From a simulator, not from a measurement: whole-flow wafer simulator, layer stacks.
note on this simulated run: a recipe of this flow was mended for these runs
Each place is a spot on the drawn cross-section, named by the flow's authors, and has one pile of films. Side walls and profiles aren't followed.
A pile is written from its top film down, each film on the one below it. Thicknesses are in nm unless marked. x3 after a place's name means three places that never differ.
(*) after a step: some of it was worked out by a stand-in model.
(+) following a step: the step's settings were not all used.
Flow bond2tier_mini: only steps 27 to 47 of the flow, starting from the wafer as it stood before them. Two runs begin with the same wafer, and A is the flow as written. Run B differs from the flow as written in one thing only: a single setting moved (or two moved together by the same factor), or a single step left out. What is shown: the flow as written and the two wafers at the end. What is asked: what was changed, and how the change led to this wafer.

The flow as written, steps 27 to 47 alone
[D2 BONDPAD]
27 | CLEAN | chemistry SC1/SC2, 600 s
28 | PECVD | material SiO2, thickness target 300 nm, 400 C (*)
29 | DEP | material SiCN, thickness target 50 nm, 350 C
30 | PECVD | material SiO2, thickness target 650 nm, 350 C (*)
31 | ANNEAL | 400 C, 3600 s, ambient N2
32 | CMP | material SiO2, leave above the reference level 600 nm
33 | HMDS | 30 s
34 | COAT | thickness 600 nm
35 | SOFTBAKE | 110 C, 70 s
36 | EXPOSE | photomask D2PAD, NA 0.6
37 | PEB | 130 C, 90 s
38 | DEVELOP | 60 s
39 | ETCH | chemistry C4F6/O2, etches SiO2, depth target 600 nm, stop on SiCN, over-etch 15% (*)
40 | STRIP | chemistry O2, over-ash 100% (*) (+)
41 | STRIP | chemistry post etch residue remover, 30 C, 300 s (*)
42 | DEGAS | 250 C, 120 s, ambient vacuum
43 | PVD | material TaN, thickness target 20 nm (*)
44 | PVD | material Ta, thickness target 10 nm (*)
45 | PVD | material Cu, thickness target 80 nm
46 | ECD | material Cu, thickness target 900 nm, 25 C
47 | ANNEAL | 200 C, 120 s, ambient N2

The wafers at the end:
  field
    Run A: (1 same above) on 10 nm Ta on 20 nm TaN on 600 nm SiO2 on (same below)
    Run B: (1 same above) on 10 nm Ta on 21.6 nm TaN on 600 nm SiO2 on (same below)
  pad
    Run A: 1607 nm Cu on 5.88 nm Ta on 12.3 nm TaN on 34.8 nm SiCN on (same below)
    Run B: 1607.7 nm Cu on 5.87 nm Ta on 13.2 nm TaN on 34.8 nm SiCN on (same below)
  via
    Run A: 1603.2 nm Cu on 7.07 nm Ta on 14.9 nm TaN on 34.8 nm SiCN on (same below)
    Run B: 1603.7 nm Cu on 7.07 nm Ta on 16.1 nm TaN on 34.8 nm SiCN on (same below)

The reason: step 43, PVD: thickness target 21.6 nm was run, while the flow as written has thickness target 20 nm.
The wafer itself shows it: field has TaN 21.6, and step 43 as written asks for 20 nm.

Step by step, how the change led to this:
  43 | PVD | material TaN, thickness target 20 nm (*)
      field: A TaN gains 20 (new film) | B TaN gains 21.6 (new film)
      pad: A TaN gains 12.3 (new film) | B TaN gains 13.2 (new film)
      (as well as at 1 more place)
